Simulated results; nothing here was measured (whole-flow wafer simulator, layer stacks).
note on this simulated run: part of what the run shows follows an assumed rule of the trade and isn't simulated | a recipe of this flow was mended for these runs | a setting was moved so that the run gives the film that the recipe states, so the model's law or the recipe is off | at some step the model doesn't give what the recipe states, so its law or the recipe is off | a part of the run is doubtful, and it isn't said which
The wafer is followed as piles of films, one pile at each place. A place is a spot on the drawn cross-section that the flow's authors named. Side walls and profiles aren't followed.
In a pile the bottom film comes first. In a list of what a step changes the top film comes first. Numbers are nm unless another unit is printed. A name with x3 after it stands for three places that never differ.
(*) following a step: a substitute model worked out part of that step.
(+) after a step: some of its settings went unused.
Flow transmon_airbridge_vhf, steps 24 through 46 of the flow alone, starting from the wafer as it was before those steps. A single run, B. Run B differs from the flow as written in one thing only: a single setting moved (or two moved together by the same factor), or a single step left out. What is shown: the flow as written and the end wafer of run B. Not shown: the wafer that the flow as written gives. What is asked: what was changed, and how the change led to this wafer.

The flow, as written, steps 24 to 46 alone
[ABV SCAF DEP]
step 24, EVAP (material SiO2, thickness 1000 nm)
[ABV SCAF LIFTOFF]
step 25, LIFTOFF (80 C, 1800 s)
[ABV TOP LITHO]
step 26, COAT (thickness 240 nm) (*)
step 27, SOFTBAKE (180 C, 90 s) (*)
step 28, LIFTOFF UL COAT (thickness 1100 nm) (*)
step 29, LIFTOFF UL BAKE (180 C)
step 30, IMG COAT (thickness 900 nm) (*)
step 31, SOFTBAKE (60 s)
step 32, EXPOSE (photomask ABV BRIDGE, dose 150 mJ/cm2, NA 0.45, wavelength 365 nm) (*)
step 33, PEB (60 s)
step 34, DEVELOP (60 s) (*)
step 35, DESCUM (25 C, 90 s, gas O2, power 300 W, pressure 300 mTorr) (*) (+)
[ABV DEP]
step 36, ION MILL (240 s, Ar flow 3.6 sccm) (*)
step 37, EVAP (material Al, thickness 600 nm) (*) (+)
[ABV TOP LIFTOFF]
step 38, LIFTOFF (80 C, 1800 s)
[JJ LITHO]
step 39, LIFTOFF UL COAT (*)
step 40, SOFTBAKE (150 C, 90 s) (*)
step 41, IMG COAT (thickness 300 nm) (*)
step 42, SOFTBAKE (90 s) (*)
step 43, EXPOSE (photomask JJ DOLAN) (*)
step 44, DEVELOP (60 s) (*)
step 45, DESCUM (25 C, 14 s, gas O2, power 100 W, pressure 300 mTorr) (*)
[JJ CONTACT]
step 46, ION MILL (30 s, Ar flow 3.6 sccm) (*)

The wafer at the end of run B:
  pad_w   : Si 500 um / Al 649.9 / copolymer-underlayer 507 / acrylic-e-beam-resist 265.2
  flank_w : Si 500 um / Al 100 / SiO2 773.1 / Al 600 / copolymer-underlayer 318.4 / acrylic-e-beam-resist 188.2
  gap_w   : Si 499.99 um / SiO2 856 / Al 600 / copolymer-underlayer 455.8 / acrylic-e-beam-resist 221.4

What caused this: step 24, EVAP: thickness 880 nm was run, while the flow as written has thickness 1000 nm.

How this came from the change, step by step:
  step 24, EVAP (material SiO2, thickness 1000 nm)
      field x3, jj_line, ground_far and 10 more: +880 SiO2 (new film) (in the flow as written it would be: +1000 SiO2 (new film))
      flank_w, flank_e: +797.1 SiO2 (new film) (in the flow as written it would be: +905.8 SiO2 (new film))
  step 25, LIFTOFF (80 C, 1800 s)
      field x3, jj_line, trace_open_s x2: -880 SiO2 (all of it), -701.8 i-line-resist (all of it), -1100 lift-off-underlayer (all of it), -240 acrylic-e-beam-resist (all of it) (in the flow as written it would be: -1000 SiO2 (all of it), -701.8 i-line-resist (all of it), -1100 lift-off-underlayer (all of it), -240 acrylic-e-beam-resist (all of it))
      pad_w, pad_e: -880 SiO2 (all of it), -696.3 i-line-resist (all of it), -1089.9 lift-off-underlayer (all of it), -239.3 acrylic-e-beam-resist (all of it) (in the flow as written it would be: -1000 SiO2 (all of it), -696.3 i-line-resist (all of it), -1089.9 lift-off-underlayer (all of it), -239.3 acrylic-e-beam-resist (all of it))
      (as well as at 1 more place)
  step 26, COAT (thickness 240 nm) (*)
      flank_w, flank_e: +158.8 acrylic-e-beam-resist (new film) (in the flow as written it would be: +155.2 acrylic-e-beam-resist (new film))
      gap_w, gap_e: +216.5 acrylic-e-beam-resist (new film) (in the flow as written it would be: +211.2 acrylic-e-beam-resist (new film))
      (as well as at 4 more places)
  step 28, LIFTOFF UL COAT (thickness 1100 nm) (*)
      margin_s, margin_n: +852 lift-off-underlayer (new film) (in the flow as written it would be: +823.4 lift-off-underlayer (new film))
      flank_w: +860.5 lift-off-underlayer (new film) (in the flow as written it would be: +832.3 lift-off-underlayer (new film))
      (as well as at 2 more places)
  step 30, IMG COAT (thickness 900 nm) (*)
      gap_w, gap_e: +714 i-line-resist (new film) (in the flow as written it would be: +685.3 i-line-resist (new film))
      margin_s, margin_n: +641.3 i-line-resist (new film) (in the flow as written it would be: +603.2 i-line-resist (new film))
      (as well as at 4 more places)
  step 33, PEB (60 s)
      flank_w, flank_e: -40 i-line-resist (in the flow as written it would be: -38.8 i-line-resist)
      gap_w, gap_e: -36.6 i-line-resist (in the flow as written it would be: -35 i-line-resist)
      (as well as at 4 more places)
  step 34, DEVELOP (60 s) (*)
      gap_w, gap_e: -677.4 i-line-resist (all of it), -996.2 lift-off-underlayer (all of it) (in the flow as written it would be: -650.2 i-line-resist (all of it), -979.6 lift-off-underlayer (all of it))
      flank_w: -737.7 i-line-resist (all of it), -860.5 lift-off-underlayer (all of it) (in the flow as written it would be: -716.4 i-line-resist (all of it), -832.3 lift-off-underlayer (all of it))
      (as well as at 3 more places)
  step 35, DESCUM (25 C, 90 s, gas O2, power 300 W, pressure 300 mTorr) (*) (+)
      flank_w, flank_e: -158.8 acrylic-e-beam-resist (all of it) (in the flow as written it would be: -155.2 acrylic-e-beam-resist (all of it))
      gap_w, gap_e: -216.5 acrylic-e-beam-resist (all of it) (in the flow as written it would be: -211.2 acrylic-e-beam-resist (all of it))
      (as well as at 2 more places)
  step 38, LIFTOFF (80 C, 1800 s)
      margin_s, margin_n: -600 Al (all of it), -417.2 i-line-resist (all of it), -852 lift-off-underlayer (all of it), -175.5 acrylic-e-beam-resist (all of it) (in the flow as written it would be: -600 Al (all of it), -378.2 i-line-resist (all of it), -823.4 lift-off-underlayer (all of it), -168.6 acrylic-e-beam-resist (all of it))
  step 39, LIFTOFF UL COAT (*)
      flank_w, flank_e: +318.4 copolymer-underlayer (new film) (in the flow as written it would be: +308 copolymer-underlayer (new film))
  step 41, IMG COAT (thickness 300 nm) (*)
      gap_w, gap_e: +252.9 acrylic-e-beam-resist (new film) (in the flow as written it would be: +247.8 acrylic-e-beam-resist (new film))
      margin_s, margin_n: +256.5 acrylic-e-beam-resist (new film) (in the flow as written it would be: +249.2 acrylic-e-beam-resist (new film))
      (as well as at 1 more place)
